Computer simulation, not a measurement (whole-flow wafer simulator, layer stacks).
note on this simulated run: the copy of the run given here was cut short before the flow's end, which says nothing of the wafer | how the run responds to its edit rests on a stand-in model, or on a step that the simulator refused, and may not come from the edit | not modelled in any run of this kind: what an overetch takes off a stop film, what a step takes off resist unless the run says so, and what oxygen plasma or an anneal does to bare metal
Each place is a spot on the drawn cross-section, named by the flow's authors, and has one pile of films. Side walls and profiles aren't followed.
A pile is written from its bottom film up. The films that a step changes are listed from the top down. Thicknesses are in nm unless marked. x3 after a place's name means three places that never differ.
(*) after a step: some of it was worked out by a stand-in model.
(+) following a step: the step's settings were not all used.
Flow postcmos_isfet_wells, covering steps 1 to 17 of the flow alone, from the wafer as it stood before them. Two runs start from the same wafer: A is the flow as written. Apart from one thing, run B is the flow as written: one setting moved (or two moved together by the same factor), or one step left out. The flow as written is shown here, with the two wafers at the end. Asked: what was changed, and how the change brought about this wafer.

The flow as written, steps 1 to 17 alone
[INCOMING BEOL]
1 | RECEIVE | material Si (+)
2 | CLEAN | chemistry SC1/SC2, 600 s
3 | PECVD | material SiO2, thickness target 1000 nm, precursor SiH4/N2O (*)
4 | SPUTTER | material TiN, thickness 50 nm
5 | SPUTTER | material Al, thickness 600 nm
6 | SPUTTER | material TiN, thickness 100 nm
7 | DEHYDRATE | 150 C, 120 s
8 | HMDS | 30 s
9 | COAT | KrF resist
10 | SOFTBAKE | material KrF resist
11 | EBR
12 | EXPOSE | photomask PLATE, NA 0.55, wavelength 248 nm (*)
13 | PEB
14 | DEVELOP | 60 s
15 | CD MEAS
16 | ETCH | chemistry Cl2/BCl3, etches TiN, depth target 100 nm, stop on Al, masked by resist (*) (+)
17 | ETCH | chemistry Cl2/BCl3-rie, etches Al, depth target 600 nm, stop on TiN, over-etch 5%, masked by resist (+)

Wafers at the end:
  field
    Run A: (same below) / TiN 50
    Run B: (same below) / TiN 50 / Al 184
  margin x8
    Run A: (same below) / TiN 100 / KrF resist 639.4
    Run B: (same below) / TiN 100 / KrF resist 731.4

Cause: step 17, ETCH: depth target 416 nm was run, whereas the flow has depth target 600 nm.

How this came from the change, step by step:
  17 | ETCH | chemistry Cl2/BCl3-rie, etches Al, depth target 600 nm, stop on TiN, over-etch 5%, masked by resist (+)
      field: A Al loses 600 (all of it) | B Al loses 416
      margin x8: A KrF resist loses 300 | B KrF resist loses 208
